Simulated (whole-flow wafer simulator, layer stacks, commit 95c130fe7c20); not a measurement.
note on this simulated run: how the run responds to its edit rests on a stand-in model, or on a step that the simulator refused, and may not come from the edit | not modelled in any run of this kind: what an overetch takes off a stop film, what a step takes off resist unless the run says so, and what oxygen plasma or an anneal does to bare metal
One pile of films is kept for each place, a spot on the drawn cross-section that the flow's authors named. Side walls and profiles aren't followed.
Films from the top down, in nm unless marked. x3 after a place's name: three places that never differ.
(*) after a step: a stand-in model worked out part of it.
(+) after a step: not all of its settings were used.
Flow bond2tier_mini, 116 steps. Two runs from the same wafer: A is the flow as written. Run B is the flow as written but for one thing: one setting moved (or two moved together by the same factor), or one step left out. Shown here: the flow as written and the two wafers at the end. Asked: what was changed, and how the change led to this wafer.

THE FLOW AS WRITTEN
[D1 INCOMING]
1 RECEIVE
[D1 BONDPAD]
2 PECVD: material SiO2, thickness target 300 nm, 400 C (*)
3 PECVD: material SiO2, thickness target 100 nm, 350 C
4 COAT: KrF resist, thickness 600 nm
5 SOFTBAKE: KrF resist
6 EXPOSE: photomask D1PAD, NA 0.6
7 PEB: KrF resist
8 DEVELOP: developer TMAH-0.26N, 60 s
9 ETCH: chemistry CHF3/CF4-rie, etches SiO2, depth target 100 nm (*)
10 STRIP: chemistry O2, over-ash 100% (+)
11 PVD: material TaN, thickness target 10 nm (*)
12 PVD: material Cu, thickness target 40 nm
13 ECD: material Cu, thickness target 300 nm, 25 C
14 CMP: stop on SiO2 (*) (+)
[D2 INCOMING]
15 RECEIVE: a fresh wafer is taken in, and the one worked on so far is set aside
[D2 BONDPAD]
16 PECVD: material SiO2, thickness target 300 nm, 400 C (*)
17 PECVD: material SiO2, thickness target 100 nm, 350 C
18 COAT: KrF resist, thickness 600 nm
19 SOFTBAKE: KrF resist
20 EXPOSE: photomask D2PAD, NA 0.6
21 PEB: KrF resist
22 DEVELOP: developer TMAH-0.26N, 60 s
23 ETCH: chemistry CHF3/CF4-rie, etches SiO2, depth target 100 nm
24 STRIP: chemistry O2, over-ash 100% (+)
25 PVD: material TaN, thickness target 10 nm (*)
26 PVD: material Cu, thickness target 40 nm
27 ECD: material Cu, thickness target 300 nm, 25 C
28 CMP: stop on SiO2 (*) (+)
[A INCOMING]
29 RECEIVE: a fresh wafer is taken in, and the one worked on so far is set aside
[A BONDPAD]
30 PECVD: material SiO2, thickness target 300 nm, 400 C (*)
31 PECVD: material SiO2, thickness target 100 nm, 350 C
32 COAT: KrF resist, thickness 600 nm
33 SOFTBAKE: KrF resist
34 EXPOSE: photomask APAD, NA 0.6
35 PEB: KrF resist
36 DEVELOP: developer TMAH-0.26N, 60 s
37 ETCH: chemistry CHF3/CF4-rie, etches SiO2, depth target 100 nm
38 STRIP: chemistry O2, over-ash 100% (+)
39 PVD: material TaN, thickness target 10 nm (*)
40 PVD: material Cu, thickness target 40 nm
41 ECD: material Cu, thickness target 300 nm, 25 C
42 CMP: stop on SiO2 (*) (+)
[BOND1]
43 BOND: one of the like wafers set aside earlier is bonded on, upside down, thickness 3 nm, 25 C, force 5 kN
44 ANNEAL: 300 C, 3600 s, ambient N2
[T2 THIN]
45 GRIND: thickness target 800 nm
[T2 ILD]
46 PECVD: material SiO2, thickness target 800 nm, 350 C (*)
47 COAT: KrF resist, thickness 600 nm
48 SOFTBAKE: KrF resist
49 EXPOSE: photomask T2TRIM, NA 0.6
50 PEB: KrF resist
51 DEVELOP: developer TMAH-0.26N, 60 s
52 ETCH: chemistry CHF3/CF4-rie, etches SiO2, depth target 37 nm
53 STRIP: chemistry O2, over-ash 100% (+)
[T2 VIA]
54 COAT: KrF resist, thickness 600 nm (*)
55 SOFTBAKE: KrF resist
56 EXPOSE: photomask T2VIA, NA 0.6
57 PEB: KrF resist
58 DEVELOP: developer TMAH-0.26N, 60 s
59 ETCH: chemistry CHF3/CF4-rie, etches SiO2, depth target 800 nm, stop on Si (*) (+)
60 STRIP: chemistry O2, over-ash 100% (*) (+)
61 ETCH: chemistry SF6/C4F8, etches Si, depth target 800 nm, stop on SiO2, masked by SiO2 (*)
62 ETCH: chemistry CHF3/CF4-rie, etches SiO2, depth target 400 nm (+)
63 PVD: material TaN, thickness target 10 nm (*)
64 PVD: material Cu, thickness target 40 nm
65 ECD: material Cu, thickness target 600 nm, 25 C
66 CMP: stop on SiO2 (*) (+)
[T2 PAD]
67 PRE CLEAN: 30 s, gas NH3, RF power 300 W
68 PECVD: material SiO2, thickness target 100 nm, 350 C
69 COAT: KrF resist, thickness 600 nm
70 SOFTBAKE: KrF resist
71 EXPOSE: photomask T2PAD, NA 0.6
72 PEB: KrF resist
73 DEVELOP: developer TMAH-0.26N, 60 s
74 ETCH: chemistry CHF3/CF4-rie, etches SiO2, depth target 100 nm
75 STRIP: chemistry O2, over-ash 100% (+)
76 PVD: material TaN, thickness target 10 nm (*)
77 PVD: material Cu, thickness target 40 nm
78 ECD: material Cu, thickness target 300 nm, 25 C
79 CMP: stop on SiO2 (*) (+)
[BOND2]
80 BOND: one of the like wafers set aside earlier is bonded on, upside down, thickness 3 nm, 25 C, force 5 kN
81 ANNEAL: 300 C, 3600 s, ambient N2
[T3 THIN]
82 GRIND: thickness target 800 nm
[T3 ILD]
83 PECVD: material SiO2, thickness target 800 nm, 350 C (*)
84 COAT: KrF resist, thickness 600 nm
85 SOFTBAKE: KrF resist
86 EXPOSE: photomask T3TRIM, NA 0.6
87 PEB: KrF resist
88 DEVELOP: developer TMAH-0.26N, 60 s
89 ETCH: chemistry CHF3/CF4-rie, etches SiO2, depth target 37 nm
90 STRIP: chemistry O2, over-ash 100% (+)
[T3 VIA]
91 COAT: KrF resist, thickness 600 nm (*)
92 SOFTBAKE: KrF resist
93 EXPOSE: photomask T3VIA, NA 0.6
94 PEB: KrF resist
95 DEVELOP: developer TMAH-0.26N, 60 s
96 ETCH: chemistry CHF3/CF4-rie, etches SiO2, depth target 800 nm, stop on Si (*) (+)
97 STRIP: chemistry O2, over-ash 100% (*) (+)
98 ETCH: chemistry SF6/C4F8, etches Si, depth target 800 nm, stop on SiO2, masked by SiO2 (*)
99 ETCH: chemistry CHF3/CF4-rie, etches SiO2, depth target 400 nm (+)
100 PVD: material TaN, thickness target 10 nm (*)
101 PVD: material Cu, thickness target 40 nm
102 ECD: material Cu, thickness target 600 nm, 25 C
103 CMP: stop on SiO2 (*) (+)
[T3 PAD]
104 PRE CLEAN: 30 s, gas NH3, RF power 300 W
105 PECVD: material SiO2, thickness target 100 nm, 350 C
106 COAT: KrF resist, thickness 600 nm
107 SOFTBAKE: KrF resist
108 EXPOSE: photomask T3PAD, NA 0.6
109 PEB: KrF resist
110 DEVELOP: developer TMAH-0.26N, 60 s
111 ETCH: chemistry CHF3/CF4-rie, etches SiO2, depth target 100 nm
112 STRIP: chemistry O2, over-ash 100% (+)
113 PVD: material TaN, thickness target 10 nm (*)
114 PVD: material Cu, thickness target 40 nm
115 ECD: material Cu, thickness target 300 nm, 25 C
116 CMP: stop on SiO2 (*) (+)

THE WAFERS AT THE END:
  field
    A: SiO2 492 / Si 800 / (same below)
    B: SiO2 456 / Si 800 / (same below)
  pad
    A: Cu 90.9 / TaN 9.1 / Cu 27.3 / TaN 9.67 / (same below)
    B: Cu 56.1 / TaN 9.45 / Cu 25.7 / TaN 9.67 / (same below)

The cause: step 105, PECVD: thickness target 64 nm was run, where the flow has thickness target 100 nm.

How the change led to this, step by step:
  105 PECVD: material SiO2, thickness target 100 nm, 350 C
      field: A SiO2 +100 | B SiO2 +64
      pad: A SiO2 +100 (new film) | B SiO2 +64 (new film)
  111 ETCH: chemistry CHF3/CF4-rie, etches SiO2, depth target 100 nm
      pad: A SiO2 -100 (all of it) | B SiO2 -64 (all of it), Cu -1.6
      field: A KrF resist -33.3 | B KrF resist -32
  114 PVD: material Cu, thickness target 40 nm
      pad: A Cu +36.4 (new film) | B Cu +37.6 (new film)
  115 ECD: material Cu, thickness target 300 nm, 25 C
      pad: A Cu +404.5 | B Cu +368.5
